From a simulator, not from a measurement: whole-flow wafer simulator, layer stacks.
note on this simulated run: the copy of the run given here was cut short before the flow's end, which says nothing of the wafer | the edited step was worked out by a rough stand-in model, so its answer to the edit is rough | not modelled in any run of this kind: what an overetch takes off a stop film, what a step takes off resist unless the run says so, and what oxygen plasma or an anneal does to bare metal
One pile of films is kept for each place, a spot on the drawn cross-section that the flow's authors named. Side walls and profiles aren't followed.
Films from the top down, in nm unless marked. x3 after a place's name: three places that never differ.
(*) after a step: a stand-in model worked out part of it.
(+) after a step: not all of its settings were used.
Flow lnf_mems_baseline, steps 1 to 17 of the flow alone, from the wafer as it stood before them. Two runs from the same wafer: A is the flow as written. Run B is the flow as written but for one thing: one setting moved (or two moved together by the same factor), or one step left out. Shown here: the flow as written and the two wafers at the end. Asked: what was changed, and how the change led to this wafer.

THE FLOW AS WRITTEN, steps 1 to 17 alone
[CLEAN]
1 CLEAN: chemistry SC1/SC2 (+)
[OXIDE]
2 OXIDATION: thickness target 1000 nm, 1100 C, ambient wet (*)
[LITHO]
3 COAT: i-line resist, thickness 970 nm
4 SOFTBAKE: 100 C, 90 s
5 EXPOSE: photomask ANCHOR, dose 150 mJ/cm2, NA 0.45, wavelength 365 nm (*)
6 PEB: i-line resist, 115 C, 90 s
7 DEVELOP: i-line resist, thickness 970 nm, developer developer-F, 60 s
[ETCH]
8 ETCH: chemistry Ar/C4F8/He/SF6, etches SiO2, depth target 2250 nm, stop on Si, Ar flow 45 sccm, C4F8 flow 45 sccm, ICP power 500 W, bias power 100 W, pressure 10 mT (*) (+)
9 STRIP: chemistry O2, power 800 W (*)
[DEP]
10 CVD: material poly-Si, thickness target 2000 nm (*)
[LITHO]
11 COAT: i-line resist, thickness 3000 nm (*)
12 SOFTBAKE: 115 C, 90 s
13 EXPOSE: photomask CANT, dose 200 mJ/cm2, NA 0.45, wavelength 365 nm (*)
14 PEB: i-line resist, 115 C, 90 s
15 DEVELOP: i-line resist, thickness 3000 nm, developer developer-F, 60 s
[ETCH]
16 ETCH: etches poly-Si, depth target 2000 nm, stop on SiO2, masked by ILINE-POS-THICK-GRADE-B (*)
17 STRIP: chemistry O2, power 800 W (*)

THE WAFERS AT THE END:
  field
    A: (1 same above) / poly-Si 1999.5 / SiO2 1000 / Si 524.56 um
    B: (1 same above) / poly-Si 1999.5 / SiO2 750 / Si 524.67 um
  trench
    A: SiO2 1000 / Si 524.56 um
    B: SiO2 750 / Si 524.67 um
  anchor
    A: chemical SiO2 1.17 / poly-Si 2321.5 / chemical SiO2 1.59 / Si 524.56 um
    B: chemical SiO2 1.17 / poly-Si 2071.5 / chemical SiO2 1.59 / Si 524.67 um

The cause: step 2, OXIDATION: thickness target 750 nm was run, where the flow has thickness target 1000 nm.
It can be read off the wafer: field has SiO2 750, and step 2 as written asks for 1000 nm.

How the change led to this, step by step:
  2 OXIDATION: thickness target 1000 nm, 1100 C, ambient wet (*)
      field, anchor, beam, trench, char_slit: A SiO2 +1000 (new film), chemical SiO2 -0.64 (all of it), Si -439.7 | B SiO2 +750 (new film), chemical SiO2 -0.64 (all of it), Si -329.7
  8 ETCH: chemistry Ar/C4F8/He/SF6, etches SiO2, depth target 2250 nm, stop on Si, Ar flow 45 sccm, C4F8 flow 45 sccm, ICP power 500 W, bias power 100 W, pressure 10 mT (*) (+)
      field, beam, trench, char_slit: A i-line resist -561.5 | B i-line resist -436.5
      anchor: A SiO2 -1000 (all of it) | B SiO2 -750 (all of it)
  9 STRIP: chemistry O2, power 800 W (*)
      field, beam, trench, char_slit: A i-line resist -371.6 (all of it) | B i-line resist -496.6 (all of it)
  10 CVD: material poly-Si, thickness target 2000 nm (*)
      anchor: A poly-Si +2322 (new film) | B poly-Si +2072 (new film)
